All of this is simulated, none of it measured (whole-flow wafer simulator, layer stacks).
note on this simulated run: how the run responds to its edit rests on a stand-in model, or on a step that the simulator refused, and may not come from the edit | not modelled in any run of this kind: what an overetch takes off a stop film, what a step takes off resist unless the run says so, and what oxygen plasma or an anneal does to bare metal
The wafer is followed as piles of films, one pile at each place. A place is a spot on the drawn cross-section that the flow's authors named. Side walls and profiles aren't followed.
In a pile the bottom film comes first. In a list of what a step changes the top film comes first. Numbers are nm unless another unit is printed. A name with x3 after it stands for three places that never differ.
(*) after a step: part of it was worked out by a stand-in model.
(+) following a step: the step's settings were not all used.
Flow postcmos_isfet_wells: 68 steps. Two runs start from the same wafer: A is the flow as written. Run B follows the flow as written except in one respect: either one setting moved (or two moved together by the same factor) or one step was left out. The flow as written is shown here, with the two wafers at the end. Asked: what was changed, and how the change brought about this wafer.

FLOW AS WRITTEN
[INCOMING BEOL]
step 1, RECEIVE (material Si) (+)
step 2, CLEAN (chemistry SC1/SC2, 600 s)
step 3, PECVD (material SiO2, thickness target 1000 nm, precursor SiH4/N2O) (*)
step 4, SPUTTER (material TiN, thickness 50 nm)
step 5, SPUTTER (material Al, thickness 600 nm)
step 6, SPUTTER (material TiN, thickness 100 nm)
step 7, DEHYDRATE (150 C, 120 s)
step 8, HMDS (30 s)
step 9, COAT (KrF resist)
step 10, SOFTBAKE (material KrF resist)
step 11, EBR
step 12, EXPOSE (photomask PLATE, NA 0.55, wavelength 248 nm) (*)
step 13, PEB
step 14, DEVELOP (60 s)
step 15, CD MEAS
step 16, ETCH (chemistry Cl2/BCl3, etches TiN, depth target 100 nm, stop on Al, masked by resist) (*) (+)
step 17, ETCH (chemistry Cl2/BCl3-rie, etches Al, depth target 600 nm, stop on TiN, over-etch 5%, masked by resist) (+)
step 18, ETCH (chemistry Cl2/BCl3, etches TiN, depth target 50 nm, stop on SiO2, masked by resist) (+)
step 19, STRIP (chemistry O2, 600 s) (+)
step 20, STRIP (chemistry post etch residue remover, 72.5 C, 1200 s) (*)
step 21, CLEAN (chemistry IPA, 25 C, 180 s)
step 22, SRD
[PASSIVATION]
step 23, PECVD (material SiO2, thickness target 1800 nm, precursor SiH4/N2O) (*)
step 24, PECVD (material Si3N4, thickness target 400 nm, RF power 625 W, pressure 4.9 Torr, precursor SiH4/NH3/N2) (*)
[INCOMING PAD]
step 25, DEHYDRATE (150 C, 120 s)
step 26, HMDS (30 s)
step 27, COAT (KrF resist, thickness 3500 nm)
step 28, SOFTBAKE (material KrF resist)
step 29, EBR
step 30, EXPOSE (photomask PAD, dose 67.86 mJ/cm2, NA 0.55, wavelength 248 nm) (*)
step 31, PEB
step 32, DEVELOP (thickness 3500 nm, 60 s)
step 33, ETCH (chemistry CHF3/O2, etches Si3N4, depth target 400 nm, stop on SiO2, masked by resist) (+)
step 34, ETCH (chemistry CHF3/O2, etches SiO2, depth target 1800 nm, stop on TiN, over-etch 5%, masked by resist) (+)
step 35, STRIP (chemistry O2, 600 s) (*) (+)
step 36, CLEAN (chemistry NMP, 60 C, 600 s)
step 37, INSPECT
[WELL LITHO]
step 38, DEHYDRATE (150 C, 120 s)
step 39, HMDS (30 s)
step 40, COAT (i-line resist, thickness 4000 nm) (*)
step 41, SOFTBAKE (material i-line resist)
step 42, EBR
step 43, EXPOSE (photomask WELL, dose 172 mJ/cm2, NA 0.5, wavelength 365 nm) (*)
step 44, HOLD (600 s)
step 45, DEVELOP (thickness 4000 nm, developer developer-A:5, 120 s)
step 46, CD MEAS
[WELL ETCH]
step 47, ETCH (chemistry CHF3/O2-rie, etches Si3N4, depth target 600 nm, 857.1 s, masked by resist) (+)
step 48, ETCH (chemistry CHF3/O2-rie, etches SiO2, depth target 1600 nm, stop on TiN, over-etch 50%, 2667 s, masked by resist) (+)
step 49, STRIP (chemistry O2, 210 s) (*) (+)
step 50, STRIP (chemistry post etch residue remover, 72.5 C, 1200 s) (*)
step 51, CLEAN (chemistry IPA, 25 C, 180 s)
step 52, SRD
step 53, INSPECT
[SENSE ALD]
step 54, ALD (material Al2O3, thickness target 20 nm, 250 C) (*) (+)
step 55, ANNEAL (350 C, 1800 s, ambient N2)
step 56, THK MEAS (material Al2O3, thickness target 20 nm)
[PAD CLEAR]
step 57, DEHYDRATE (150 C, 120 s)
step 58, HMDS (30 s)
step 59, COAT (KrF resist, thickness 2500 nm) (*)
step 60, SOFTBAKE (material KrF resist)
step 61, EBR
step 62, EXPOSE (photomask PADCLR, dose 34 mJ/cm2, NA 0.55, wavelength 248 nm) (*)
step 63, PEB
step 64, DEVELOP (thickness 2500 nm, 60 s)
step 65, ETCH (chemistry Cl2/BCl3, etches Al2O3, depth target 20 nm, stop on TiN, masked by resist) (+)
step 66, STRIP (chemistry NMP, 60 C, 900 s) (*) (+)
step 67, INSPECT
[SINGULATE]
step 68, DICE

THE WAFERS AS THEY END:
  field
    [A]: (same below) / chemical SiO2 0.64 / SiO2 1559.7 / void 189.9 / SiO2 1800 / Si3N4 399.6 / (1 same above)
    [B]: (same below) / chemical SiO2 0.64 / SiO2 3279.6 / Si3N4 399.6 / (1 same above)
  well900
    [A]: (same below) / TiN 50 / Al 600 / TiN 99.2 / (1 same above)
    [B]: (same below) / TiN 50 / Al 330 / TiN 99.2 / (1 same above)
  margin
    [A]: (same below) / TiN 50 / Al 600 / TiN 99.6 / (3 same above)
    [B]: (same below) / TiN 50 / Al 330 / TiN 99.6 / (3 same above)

The reason: step 5, SPUTTER: thickness 330 nm was run, while the flow as written has thickness 600 nm.
One can read it off the wafer: well900 has Al 330, and step 5 as written asks for 600 nm.

Step by step, how the change led to this:
  step 5, SPUTTER (material Al, thickness 600 nm)
      field, margin, well900, well1300 x3, pad_rim, pad_clr, pad_open: A Al gains 600 (new film) | B Al gains 330 (new film)
  step 17, ETCH (chemistry Cl2/BCl3-rie, etches Al, depth target 600 nm, stop on TiN, over-etch 5%, masked by resist) (+)
      margin, well900, well1300 x3, pad_rim, pad_clr, pad_open: A KrF resist loses 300 | B KrF resist loses 173.2
      field: A Al loses 600 (all of it) | B Al loses 330 (all of it)
  step 19, STRIP (chemistry O2, 600 s) (+)
      margin, well900, well1300 x3, pad_rim, pad_clr, pad_open: A KrF resist loses 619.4 (all of it) | B KrF resist loses 746.1 (all of it)
  step 23, PECVD (material SiO2, thickness target 1800 nm, precursor SiH4/N2O) (*)
      field: A SiO2 gains 1800 (new film), void gains 189.9 (new film), SiO2 gains 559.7 | B SiO2 gains 2279.6
